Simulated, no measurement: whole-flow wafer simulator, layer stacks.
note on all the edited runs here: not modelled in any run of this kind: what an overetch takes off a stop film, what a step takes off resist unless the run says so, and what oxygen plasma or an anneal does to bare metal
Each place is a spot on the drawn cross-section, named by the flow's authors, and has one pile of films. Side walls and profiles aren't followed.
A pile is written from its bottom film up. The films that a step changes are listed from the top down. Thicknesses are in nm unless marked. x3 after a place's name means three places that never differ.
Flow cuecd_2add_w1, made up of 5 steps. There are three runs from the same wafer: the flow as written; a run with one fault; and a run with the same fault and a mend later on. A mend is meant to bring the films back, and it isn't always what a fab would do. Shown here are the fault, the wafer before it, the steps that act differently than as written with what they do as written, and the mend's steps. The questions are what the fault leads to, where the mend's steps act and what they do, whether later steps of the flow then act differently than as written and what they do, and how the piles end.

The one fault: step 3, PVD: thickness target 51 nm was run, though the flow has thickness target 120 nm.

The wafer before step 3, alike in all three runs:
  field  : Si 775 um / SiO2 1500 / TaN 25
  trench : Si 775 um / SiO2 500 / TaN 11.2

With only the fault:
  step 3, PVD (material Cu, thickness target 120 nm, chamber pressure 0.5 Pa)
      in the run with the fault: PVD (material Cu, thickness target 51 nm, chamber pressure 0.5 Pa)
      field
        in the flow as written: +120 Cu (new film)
        in the run with the fault: +51 Cu (new film)
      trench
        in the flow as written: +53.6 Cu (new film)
        in the run with the fault: +23.3 Cu (new film)
  None of the later steps of the flow differs from how it acts as written, at any place that is followed, by more than 2% or 0.5 nm, whichever is larger.
  The piles end different from the flow's at field, trench by more than 2% or 0.5 nm, whichever is larger.
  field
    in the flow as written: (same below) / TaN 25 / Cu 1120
    in the run with the fault: (same below) / TaN 25 / Cu 1051
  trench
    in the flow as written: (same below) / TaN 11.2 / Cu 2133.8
    in the run with the fault: (same below) / TaN 11.2 / Cu 2064.8

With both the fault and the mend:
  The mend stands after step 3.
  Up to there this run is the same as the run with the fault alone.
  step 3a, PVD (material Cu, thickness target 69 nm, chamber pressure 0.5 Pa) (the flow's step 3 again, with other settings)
      field
        +69 Cu
      trench
        +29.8 Cu
  None of the later steps of the flow differs from how it acts as written, at any place that is followed, by more than 2% or 0.5 nm, whichever is larger.
  The piles end the same as the flow's at every place that both follow.
